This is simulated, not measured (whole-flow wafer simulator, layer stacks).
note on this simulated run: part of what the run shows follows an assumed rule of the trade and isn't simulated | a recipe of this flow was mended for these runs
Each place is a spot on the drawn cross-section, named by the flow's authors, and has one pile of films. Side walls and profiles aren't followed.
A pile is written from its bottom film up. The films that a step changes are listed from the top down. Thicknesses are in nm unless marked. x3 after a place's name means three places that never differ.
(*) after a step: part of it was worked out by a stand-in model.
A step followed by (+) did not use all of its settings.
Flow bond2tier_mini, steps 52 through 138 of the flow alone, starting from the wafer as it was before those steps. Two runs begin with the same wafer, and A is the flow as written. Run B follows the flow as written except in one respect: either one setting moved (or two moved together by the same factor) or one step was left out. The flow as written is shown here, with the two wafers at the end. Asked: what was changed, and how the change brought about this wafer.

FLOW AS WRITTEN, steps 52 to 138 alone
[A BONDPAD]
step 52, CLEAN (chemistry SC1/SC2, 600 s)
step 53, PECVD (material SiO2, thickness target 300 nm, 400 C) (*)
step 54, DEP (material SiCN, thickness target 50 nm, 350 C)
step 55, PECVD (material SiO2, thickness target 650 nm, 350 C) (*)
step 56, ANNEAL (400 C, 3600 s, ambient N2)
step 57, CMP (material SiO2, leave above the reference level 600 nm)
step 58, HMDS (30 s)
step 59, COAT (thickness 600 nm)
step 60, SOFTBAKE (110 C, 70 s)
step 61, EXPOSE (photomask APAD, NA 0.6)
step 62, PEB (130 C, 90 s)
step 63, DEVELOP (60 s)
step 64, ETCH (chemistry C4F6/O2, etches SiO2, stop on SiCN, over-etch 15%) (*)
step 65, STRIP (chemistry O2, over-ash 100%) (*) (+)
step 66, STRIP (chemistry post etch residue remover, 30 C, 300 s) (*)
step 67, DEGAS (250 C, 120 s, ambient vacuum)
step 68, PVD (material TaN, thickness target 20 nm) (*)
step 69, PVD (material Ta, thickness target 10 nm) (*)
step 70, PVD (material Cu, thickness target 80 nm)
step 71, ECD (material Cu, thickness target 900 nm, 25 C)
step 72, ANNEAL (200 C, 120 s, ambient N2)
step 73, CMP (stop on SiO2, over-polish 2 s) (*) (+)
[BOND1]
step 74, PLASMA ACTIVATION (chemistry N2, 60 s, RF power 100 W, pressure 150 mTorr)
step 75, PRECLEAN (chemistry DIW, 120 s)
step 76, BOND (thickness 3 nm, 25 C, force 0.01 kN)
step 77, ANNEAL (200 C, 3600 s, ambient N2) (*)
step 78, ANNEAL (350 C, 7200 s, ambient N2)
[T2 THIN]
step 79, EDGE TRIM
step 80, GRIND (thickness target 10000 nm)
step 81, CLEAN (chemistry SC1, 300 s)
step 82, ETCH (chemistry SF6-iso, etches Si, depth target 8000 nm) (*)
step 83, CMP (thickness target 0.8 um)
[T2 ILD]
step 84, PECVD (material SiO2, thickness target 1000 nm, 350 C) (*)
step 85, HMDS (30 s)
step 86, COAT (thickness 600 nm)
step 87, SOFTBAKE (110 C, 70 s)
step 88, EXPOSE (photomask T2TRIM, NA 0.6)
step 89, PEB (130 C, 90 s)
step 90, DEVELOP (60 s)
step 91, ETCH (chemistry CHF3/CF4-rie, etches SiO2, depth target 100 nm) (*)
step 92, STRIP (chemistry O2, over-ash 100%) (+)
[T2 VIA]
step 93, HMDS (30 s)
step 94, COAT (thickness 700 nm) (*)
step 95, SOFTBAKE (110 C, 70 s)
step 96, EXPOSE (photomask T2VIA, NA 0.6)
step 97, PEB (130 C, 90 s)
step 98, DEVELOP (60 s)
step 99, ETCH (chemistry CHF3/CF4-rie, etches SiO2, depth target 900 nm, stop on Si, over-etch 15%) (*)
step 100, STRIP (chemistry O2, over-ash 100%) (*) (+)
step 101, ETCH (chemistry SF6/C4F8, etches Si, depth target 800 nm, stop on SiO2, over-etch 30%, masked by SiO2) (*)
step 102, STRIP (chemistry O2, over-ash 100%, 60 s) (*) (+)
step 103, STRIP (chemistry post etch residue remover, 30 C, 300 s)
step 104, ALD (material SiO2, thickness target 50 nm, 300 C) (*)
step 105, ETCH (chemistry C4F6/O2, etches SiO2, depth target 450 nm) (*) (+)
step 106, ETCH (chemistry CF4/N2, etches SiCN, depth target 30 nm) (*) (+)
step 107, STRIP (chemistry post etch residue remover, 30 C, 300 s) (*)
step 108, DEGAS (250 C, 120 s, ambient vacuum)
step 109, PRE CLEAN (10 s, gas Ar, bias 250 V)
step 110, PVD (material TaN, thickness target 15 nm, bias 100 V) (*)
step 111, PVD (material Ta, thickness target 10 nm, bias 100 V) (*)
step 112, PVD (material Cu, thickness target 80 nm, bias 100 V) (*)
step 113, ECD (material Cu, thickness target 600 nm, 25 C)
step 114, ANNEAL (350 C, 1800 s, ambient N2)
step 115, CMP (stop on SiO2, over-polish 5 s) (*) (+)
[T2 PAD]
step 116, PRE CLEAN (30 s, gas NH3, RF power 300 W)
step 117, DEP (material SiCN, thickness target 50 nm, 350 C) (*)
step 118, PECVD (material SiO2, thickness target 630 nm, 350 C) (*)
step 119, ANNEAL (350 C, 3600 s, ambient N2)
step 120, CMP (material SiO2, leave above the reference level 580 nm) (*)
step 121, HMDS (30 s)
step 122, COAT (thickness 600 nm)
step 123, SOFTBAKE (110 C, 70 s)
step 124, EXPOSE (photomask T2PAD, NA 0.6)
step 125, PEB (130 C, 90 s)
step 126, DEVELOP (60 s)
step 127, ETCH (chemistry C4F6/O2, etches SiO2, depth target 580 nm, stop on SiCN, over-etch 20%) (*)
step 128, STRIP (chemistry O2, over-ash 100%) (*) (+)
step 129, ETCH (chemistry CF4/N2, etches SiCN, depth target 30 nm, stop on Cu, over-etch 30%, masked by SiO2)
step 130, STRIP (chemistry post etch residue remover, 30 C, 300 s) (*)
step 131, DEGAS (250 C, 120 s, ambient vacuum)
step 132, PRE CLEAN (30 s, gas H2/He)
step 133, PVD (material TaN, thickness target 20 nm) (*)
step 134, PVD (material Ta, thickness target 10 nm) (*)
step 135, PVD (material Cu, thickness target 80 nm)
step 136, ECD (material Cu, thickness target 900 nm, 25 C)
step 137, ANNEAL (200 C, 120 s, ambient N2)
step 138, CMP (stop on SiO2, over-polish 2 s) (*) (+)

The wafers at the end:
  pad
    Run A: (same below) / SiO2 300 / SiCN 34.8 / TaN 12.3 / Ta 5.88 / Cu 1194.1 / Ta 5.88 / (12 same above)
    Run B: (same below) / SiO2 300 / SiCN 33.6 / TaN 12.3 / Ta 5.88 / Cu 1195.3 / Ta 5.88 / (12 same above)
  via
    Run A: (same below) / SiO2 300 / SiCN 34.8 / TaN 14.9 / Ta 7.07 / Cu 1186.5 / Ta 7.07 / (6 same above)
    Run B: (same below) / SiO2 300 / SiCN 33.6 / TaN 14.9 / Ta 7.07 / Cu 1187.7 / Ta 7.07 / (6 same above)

What caused this: step 64, ETCH: over-etch 16.2% was run, though the flow has over-etch 15%.

Step by step, how the change led to this:
  step 64, ETCH (chemistry C4F6/O2, etches SiO2, stop on SiCN, over-etch 15%) (*)
      pad, via: A SiO2 loses 600 (all of it), SiCN loses 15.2 | B SiO2 loses 600 (all of it), SiCN loses 16.4
